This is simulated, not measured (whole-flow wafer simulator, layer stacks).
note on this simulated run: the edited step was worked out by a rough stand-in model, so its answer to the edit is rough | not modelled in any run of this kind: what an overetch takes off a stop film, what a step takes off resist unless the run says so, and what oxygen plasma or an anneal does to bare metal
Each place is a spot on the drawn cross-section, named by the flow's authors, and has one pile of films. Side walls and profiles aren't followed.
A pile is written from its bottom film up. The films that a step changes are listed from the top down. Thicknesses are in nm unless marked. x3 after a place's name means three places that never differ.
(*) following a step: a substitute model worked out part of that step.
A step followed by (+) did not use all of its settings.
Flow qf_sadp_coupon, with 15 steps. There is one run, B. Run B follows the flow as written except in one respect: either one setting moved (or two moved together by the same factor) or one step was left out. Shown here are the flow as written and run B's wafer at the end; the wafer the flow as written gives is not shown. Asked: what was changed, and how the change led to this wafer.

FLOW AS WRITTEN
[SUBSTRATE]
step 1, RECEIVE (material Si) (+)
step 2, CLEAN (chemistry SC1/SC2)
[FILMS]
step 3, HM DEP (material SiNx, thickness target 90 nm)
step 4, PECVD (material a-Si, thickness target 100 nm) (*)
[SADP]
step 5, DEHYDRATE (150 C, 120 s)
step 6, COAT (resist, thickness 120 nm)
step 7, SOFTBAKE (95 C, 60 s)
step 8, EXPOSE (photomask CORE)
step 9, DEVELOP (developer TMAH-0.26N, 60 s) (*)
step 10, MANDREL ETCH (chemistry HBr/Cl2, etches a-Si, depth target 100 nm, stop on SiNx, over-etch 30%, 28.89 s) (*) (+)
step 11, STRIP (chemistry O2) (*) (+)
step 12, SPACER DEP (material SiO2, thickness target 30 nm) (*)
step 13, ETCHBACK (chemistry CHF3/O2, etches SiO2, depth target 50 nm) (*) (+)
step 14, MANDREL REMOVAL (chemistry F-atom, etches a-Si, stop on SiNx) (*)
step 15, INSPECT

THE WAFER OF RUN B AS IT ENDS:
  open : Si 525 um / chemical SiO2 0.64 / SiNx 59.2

What caused this: step 4, PECVD: thickness target 48 nm was run, though the flow has thickness target 100 nm.

How this came from the change, step by step:
  step 4, PECVD (material a-Si, thickness target 100 nm) (*)
      m, open: +48 a-Si (new film) (as written it would have been: +100 a-Si (new film))
  step 10, MANDREL ETCH (chemistry HBr/Cl2, etches a-Si, depth target 100 nm, stop on SiNx, over-etch 30%, 28.89 s) (*) (+)
      open: -48 a-Si (all of it), -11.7 SiNx (as written it would have been: -100 a-Si (all of it), -4.29 SiNx)
  step 14, MANDREL REMOVAL (chemistry F-atom, etches a-Si, stop on SiNx) (*)
      m: -43.8 a-Si (all of it) (as written it would have been: -95.8 a-Si (all of it))
